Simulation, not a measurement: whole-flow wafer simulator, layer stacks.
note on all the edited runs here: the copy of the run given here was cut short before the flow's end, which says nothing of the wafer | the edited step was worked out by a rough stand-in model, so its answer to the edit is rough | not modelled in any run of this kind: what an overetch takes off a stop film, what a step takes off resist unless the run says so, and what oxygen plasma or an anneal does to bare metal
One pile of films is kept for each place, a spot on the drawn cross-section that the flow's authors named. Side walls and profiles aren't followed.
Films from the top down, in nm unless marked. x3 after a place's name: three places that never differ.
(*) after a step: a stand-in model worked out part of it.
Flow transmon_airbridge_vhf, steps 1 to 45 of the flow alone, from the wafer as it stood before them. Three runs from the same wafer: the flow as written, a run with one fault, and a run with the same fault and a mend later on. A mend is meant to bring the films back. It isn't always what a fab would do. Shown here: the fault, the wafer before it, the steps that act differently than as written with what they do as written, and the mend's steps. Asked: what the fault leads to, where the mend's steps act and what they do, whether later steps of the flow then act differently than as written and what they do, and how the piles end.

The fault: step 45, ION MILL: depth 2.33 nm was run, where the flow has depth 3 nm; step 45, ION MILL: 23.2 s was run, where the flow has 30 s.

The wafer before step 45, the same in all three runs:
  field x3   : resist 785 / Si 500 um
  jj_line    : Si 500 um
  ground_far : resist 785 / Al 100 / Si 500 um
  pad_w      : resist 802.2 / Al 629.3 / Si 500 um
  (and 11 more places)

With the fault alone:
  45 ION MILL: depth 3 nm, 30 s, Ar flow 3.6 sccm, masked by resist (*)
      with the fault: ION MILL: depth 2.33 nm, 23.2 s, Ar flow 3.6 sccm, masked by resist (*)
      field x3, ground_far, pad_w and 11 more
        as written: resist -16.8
        with the fault: resist -13
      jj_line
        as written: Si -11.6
        with the fault: Si -9
  No later step of the flow acts differently than as written at any place that is followed.
  At the end the piles differ from the flow's only slightly at the places that both follow, by at most 2% or 0.5 nm, whichever is larger.

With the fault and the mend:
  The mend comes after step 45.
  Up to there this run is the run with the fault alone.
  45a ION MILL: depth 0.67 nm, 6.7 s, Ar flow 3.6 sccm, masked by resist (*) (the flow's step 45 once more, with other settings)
      field x3, ground_far, pad_w and 11 more
        resist -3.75
      jj_line
        Si -2.6
  No later step of the flow acts differently than as written at any place that is followed.
  At the end the piles differ from the flow's only slightly at the places that both follow, by at most 2% or 0.5 nm, whichever is larger.
